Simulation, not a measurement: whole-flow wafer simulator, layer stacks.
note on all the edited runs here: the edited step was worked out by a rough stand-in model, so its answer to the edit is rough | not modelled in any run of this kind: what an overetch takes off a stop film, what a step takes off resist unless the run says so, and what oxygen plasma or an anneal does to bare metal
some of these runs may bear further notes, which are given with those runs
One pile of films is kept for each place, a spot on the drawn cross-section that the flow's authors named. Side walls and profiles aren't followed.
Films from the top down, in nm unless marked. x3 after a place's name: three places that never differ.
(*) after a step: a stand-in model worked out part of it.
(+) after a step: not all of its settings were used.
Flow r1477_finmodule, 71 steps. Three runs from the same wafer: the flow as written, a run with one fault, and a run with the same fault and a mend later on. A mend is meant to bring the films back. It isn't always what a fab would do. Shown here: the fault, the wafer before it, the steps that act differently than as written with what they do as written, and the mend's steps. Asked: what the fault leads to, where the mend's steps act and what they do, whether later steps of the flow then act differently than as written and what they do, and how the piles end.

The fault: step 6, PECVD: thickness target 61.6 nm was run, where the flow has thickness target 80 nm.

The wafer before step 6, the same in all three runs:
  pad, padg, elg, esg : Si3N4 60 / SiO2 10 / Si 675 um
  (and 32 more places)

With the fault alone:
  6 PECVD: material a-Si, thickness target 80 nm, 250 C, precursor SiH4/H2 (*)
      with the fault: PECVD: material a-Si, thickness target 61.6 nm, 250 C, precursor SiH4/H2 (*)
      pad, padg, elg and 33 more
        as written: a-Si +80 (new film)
        with the fault: a-Si +61.6 (new film)
  Later steps of the flow that act differently than as written (3 more steps differ only slightly, by at most 2% or 0.5 nm, whichever is larger, and aren't shown):
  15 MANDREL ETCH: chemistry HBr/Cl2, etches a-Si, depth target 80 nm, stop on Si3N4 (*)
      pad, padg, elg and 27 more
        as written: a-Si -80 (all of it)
        with the fault: a-Si -61.6 (all of it)
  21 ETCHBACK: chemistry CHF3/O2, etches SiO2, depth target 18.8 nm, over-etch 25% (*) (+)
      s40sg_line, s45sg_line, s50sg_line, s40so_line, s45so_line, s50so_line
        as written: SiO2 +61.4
        with the fault: SiO2 +43
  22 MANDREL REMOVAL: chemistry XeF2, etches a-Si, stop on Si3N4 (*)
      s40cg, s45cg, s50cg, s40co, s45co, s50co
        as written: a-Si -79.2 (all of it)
        with the fault: a-Si -60.8 (all of it)
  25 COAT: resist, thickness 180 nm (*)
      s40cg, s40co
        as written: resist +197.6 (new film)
        with the fault: resist +193 (new film)
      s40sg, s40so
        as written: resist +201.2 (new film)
        with the fault: resist +196.6 (new film)
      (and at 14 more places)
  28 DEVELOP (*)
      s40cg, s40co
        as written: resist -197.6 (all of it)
        with the fault: resist -193 (all of it)
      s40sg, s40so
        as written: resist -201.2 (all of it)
        with the fault: resist -196.6 (all of it)
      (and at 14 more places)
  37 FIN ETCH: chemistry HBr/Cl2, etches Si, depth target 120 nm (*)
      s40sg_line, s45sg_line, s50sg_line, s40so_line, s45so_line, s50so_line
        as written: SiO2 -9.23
        with the fault: SiO2 -5 (all of it), Si3N4 -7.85
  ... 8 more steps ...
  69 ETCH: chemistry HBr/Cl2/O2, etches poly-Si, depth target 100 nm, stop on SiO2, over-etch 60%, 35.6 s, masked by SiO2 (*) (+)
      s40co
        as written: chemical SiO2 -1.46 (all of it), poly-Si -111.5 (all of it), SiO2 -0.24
        with the fault: chemical SiO2 -1.49 (all of it), poly-Si -121.3 (all of it), SiO2 -0.19
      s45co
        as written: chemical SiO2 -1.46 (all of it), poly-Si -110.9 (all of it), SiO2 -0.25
        with the fault: chemical SiO2 -1.49 (all of it), poly-Si -121.3 (all of it), SiO2 -0.19
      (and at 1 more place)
  At the end the piles differ from the flow's by more than 2% or 0.5 nm, whichever is larger, at pad, padg, elg and 27 more.
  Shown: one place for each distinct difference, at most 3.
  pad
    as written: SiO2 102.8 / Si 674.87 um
    with the fault: SiO2 95 / Si 674.87 um
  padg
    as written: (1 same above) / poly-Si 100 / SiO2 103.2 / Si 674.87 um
    with the fault: (1 same above) / poly-Si 100 / SiO2 95.4 / Si 674.87 um
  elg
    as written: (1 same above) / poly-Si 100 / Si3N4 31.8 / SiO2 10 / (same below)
    with the fault: (1 same above) / poly-Si 100 / Si3N4 31.1 / SiO2 10 / (same below)

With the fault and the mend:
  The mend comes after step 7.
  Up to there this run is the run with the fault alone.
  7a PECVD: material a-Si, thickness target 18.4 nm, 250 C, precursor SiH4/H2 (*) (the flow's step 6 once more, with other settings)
      pad, padg, elg and 33 more
        a-Si +18.4
  No later step of the flow acts differently than as written at any place that is followed.
  At the end the piles are the same as the flow's at every place that both follow.
